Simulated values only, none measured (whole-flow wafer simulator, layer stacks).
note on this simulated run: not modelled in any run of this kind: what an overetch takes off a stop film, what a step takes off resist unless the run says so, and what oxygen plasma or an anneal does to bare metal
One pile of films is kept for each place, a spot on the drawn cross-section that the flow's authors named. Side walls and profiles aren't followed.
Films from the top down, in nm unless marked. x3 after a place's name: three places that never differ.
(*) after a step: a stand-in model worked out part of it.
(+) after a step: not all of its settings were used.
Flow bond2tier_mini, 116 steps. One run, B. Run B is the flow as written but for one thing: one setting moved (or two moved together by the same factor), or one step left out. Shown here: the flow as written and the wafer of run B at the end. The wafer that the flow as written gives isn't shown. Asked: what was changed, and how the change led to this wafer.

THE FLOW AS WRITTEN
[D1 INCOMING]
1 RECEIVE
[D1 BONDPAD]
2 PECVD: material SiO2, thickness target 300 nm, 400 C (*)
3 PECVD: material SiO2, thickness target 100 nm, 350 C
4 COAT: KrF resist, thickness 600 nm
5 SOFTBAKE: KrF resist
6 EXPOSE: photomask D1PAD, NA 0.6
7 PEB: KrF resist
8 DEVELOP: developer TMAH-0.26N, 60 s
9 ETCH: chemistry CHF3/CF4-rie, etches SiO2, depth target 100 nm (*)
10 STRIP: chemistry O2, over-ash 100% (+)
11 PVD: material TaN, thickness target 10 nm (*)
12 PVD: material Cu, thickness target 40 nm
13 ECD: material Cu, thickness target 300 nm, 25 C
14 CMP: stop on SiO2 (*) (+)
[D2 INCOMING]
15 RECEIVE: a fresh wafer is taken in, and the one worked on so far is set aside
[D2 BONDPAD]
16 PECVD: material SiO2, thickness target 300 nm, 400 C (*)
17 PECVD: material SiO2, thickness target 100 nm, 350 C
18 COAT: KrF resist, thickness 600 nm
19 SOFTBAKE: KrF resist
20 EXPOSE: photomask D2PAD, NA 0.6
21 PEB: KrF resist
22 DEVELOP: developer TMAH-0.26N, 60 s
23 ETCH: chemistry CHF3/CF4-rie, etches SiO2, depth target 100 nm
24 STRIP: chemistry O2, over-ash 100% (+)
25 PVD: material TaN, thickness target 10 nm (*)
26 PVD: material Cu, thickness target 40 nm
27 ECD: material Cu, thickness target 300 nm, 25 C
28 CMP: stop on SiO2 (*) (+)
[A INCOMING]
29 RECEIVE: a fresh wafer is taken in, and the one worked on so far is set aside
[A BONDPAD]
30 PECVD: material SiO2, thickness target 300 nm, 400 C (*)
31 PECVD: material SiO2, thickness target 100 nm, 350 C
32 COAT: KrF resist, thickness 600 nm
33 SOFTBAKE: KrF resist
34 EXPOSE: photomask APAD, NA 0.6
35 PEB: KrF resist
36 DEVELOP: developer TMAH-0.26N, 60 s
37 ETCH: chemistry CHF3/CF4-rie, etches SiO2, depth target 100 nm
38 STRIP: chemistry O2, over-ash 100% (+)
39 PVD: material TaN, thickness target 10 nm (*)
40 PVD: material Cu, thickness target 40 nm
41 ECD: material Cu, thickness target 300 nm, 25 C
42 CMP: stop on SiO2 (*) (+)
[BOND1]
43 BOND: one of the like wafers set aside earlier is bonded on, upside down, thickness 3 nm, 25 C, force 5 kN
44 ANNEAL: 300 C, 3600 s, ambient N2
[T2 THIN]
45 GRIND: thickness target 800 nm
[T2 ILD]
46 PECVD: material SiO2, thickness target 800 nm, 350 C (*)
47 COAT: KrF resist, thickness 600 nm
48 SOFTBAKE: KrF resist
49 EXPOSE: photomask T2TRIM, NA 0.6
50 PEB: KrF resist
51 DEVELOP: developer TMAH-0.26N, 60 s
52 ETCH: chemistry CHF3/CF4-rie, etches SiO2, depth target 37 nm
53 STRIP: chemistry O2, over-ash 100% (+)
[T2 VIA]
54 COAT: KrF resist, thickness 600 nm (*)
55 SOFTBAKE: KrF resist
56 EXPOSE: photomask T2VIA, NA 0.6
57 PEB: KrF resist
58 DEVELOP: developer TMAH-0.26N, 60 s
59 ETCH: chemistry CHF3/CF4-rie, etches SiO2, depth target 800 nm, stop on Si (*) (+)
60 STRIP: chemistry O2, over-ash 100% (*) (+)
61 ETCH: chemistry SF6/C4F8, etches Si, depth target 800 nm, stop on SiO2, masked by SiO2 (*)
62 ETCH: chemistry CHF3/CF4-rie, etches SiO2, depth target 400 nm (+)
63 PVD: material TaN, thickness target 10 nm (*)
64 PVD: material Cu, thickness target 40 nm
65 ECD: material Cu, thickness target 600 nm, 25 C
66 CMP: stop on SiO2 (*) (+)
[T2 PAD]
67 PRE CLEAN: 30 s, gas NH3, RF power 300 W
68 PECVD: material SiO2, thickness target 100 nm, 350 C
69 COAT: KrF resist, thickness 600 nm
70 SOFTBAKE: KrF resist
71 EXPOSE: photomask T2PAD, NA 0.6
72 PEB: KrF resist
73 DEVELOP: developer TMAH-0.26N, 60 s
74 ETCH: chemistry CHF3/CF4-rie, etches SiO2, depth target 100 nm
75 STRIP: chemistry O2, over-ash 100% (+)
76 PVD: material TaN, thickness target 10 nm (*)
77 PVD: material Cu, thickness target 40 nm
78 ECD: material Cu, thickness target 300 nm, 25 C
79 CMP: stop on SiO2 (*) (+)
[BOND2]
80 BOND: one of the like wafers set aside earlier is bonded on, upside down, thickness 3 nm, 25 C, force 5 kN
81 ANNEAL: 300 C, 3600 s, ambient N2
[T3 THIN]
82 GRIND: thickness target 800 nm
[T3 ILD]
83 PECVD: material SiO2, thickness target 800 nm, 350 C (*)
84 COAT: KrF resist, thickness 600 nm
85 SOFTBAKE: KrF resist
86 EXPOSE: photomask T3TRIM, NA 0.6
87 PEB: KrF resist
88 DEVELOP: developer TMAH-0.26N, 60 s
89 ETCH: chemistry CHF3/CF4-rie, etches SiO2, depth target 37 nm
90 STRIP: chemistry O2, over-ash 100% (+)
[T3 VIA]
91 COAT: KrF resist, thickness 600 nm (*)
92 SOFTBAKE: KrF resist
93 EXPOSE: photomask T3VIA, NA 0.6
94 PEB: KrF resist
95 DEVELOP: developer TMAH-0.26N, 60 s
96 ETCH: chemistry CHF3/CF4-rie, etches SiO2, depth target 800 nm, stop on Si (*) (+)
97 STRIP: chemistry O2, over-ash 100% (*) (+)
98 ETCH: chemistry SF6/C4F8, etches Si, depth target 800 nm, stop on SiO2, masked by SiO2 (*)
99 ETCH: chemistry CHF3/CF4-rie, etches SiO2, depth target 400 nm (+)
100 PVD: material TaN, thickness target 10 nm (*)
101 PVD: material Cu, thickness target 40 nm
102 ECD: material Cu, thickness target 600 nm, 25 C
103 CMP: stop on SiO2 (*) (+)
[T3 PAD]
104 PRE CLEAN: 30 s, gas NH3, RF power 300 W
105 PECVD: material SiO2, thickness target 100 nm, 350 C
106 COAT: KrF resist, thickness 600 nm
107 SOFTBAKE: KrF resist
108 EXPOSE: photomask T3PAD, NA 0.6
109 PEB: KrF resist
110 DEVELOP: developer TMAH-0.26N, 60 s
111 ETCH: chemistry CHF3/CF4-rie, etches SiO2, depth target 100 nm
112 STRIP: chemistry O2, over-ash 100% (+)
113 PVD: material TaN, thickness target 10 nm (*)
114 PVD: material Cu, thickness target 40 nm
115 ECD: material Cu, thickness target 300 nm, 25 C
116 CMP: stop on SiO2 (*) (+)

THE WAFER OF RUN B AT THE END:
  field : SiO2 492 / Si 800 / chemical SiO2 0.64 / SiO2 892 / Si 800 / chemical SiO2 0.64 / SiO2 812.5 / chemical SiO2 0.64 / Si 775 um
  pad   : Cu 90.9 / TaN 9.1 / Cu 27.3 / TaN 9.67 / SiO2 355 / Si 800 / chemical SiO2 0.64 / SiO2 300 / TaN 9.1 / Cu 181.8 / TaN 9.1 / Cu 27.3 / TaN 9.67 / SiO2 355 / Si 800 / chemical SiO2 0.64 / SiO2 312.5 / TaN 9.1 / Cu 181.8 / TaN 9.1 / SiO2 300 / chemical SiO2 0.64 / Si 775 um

The cause: step 3, PECVD: thickness target 112.5 nm was run, where the flow has thickness target 100 nm.

How the change led to this, step by step:
  3 PECVD: material SiO2, thickness target 100 nm, 350 C
      field, pad, via: SiO2 +112.5 (as written it would be: SiO2 +100)
  43 BOND: one of the like wafers set aside earlier is bonded on, upside down, thickness 3 nm, 25 C, force 5 kN
      field: Si +775 um (new film), chemical SiO2 +0.64 (new film), SiO2 +412.5 (as written it would be: Si +775 um (new film), chemical SiO2 +0.64 (new film), SiO2 +400)
      pad: Si +775 um (new film), chemical SiO2 +0.64 (new film), SiO2 +312.5 (new film), TaN +9.1 (new film), Cu +90.9 (as written it would be: Si +775 um (new film), chemical SiO2 +0.64 (new film), SiO2 +300 (new film), TaN +9.1 (new film), Cu +90.9)
      (and at 1 more place)
